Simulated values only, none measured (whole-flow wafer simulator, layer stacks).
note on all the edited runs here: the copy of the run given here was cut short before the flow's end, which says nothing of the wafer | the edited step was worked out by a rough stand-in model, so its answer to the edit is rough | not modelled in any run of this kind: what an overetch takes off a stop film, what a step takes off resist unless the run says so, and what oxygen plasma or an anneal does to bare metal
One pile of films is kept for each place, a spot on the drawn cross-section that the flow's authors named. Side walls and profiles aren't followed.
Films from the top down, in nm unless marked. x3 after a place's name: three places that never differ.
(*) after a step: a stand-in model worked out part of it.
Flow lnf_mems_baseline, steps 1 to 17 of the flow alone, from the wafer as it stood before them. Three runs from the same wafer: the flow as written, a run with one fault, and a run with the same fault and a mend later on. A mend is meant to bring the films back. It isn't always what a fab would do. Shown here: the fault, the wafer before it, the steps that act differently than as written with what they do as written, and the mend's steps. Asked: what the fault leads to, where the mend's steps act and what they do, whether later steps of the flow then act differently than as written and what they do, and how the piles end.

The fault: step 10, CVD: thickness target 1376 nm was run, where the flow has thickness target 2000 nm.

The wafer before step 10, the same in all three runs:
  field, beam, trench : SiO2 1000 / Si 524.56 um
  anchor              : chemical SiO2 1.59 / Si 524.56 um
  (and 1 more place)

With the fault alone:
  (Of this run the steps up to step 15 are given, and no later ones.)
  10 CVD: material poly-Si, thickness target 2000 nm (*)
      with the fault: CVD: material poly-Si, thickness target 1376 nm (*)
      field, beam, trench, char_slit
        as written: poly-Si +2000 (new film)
        with the fault: poly-Si +1376 (new film)
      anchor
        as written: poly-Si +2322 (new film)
        with the fault: poly-Si +1376 (new film)
  Later steps of the flow that act differently than as written (1 more step differs only slightly, by at most 2% or 0.5 nm, whichever is larger, and isn't shown):
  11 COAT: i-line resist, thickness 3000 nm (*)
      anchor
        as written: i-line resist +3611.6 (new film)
        with the fault: i-line resist +3903 (new film)
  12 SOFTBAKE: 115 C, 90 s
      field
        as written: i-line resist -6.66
        with the fault: i-line resist -9.75
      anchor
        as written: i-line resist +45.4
        with the fault: i-line resist +66.5
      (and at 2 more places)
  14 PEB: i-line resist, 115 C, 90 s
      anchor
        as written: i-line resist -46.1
        with the fault: i-line resist -51.8
  After step 15 the piles differ from the flow's by more than 2% or 0.5 nm, whichever is larger, at field, anchor, beam, trench, char_slit.
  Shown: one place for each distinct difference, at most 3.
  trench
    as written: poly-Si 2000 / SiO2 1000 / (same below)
    with the fault: poly-Si 1376 / SiO2 1000 / (same below)
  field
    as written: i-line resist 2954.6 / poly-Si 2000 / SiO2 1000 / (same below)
    with the fault: i-line resist 2949.7 / poly-Si 1376 / SiO2 1000 / (same below)
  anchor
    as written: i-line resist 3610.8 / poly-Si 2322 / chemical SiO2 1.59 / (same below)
    with the fault: i-line resist 3917.6 / poly-Si 1376 / chemical SiO2 1.59 / (same below)

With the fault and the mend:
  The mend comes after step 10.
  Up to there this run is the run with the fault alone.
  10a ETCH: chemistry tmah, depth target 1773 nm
      field, anchor, beam, trench, char_slit
        poly-Si -1376 (all of it)
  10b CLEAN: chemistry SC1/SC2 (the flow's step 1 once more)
      changes no film at any place that is followed
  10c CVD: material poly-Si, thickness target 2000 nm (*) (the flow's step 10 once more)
      field, beam, trench, char_slit
        poly-Si +2000 (new film)
      anchor
        poly-Si +2322 (new film)
  No later step of the flow acts differently than as written at any place that is followed.
  At the end the piles are the same as the flow's at every place that both follow.
